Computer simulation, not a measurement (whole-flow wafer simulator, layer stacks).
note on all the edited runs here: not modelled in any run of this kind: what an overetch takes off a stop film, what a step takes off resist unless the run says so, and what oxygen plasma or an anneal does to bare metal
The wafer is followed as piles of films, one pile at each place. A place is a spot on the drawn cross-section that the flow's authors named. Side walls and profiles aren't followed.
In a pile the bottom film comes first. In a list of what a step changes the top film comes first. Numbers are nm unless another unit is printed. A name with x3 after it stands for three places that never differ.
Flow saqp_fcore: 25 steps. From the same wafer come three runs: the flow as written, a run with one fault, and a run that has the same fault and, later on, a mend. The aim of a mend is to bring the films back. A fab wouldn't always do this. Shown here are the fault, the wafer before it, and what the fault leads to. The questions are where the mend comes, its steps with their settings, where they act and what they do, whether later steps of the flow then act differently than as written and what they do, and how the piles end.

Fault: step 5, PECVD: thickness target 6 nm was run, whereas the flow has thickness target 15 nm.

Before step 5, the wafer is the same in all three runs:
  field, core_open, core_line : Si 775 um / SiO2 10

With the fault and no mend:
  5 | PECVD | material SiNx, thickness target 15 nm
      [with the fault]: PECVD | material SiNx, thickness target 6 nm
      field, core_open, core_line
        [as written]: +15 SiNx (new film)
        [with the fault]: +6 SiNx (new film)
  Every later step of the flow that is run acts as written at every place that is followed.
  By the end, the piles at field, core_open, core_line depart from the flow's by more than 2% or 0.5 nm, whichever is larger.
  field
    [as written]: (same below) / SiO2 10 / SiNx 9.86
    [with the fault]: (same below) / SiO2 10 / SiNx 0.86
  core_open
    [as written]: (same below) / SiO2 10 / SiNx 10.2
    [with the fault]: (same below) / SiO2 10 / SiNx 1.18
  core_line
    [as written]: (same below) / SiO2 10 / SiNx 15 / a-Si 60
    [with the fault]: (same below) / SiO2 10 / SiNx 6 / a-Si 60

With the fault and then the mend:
  The mend follows step 5.
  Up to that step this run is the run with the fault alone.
  5a | PECVD | material SiNx, thickness target 9 nm (a further turn of the flow's step 5, with different settings)
      field, core_open, core_line
        +9 SiNx
  Every later step of the flow that is run acts as written at every place that is followed.
  At every place that both follow, the piles at the end match the flow's.
